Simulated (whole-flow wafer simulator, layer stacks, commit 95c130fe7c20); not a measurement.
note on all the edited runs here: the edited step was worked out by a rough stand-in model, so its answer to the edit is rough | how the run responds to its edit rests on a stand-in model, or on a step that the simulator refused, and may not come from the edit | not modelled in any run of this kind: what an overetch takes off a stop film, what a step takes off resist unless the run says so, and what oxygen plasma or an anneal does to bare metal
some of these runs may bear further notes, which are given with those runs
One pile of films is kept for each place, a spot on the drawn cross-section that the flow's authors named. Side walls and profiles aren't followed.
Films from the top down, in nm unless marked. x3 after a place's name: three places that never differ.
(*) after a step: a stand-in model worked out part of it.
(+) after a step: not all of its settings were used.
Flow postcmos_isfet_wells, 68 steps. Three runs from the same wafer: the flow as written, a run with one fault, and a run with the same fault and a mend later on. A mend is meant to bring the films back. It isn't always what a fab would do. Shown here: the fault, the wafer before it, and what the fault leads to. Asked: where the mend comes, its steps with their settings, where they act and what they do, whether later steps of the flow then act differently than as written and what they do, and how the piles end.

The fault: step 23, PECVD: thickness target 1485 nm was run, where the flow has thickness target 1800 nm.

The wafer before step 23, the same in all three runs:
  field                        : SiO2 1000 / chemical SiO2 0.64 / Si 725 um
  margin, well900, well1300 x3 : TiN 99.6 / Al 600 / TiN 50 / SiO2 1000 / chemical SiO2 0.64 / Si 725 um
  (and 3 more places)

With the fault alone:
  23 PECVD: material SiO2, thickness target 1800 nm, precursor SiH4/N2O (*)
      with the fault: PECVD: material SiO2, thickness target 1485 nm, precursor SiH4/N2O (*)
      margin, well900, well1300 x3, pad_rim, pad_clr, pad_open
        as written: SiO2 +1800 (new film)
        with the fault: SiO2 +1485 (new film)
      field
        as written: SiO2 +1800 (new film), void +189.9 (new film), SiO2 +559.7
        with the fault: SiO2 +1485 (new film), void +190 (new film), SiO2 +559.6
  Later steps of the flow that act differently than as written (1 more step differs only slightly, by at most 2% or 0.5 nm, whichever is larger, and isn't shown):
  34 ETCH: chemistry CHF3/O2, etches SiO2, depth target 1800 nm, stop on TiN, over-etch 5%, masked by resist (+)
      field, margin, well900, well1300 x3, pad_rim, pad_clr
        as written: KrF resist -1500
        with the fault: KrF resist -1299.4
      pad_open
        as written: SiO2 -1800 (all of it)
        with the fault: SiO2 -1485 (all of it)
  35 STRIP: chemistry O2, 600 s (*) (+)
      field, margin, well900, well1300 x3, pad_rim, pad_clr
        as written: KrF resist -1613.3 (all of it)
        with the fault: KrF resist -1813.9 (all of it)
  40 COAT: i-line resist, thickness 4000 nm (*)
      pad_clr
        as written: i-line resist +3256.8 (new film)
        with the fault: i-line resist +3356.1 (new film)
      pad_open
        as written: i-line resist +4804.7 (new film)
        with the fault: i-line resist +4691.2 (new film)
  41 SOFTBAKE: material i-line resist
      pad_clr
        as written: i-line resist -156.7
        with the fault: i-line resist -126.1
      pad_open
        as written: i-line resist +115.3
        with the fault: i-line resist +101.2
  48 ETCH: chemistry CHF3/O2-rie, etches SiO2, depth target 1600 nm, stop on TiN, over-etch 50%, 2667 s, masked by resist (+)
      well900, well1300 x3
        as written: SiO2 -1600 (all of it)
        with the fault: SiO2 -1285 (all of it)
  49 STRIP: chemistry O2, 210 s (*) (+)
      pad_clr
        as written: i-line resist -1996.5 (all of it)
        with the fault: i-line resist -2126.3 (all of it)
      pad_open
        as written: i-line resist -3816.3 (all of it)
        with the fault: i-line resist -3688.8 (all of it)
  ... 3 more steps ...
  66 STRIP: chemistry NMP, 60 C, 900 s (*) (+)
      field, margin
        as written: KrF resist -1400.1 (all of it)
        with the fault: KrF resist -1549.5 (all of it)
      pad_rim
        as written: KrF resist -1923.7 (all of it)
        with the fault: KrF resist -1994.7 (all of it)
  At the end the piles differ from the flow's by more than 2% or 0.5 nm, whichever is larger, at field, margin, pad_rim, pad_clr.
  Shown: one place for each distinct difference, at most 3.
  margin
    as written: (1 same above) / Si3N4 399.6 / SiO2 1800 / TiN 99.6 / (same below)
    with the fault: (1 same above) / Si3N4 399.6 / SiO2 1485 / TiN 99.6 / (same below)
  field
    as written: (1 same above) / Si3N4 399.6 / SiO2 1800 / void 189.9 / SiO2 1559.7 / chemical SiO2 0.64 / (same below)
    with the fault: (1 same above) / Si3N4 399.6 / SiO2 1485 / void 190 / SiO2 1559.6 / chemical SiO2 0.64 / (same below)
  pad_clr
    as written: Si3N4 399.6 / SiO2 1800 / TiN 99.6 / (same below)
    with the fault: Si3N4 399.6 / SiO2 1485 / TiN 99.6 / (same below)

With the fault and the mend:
  The mend comes after step 23.
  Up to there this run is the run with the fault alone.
  23a PECVD: material SiO2, thickness target 315 nm, precursor SiH4/N2O (*) (the flow's step 23 once more, with other settings)
      field, margin, well900, well1300 x3, pad_rim, pad_clr, pad_open
        SiO2 +315
  No later step of the flow acts differently than as written at any place that is followed.
  At the end the piles differ from the flow's only slightly at the places that both follow, by at most 2% or 0.5 nm, whichever is larger.
